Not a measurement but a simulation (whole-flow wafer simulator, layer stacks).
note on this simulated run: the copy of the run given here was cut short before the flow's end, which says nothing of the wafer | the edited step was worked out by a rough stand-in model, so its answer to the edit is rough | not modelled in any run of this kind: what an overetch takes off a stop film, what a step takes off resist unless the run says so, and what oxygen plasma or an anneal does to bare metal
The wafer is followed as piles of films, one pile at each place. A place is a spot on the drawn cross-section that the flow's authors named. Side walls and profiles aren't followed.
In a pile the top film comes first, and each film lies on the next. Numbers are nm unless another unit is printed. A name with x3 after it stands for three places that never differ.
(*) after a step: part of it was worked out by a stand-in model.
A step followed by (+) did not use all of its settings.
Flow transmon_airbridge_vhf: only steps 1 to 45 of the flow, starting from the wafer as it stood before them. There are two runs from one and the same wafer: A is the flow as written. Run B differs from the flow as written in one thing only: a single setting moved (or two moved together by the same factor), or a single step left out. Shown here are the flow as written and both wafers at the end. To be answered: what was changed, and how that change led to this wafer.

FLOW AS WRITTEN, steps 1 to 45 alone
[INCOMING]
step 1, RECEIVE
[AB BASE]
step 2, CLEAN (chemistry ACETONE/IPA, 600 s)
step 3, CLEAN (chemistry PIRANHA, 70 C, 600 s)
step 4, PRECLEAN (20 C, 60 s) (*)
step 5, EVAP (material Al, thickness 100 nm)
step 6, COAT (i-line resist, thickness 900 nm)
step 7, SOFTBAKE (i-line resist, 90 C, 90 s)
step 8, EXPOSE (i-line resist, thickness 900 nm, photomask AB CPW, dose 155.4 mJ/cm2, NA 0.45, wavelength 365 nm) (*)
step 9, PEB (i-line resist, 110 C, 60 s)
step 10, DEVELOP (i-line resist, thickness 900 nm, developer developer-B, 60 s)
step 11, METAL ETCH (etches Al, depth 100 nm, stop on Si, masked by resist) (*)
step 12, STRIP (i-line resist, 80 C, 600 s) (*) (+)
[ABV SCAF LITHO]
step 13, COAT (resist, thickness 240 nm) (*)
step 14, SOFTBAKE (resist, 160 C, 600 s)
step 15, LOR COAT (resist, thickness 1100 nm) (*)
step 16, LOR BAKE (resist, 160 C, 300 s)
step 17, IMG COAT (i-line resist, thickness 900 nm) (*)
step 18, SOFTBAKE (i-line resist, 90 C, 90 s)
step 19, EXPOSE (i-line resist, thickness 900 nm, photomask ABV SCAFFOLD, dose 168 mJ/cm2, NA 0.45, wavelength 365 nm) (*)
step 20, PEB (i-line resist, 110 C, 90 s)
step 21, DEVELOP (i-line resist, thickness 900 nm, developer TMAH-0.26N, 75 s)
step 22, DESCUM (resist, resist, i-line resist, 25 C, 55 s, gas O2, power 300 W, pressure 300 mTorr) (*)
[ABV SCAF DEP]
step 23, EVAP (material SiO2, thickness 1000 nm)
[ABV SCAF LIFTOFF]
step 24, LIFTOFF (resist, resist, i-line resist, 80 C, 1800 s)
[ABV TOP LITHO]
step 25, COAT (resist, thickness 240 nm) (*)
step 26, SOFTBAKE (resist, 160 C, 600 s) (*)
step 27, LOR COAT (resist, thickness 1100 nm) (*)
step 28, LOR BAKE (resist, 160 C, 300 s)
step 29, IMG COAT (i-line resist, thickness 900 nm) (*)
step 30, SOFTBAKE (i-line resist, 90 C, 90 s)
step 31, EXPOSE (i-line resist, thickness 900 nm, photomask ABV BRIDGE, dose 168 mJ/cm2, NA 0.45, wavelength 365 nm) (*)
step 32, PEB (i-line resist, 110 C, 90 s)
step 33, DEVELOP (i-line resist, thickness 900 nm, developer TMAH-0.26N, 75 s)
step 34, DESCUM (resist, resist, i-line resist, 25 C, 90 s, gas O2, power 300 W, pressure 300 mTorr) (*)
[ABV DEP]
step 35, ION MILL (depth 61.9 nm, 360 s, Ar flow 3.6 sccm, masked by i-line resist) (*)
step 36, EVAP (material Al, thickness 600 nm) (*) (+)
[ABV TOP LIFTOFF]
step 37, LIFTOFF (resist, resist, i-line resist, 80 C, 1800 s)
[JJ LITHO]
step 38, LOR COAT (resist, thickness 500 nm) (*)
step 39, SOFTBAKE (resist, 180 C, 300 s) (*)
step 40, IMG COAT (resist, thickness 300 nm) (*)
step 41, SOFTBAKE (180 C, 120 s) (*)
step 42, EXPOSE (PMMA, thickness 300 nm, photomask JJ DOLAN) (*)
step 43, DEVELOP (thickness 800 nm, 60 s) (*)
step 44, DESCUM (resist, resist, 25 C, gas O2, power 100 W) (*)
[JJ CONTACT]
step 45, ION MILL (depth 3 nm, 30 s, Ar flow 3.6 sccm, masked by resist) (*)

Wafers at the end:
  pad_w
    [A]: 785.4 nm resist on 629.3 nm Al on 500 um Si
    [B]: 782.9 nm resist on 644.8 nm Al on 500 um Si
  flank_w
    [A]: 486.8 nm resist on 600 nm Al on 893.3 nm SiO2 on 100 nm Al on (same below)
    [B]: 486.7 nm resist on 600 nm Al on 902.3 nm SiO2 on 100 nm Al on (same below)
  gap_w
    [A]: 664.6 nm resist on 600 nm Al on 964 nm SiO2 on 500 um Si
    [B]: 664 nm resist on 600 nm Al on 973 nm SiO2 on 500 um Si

Cause: step 35, ION MILL: 270 s was run, while the flow as written has 360 s.

How this came from the change, step by step:
  step 35, ION MILL (depth 61.9 nm, 360 s, Ar flow 3.6 sccm, masked by i-line resist) (*)
      field x3, jj_line, ground_far, trace_open_s x2, margin_s, margin_n: A -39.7 i-line resist | B -29.8 i-line resist
      flank_w, gap_w, cpw_trace, gap_e, flank_e, bridge_strip: A -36 SiO2 | B -27 SiO2
      (as well as at 2 more places)
  step 37, LIFTOFF (resist, resist, i-line resist, 80 C, 1800 s)
      margin_s, margin_n: A -600 Al (all of it), -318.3 i-line resist (all of it), -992 resist (all of it) | B -600 Al (all of it), -328.2 i-line resist (all of it), -992 resist (all of it)
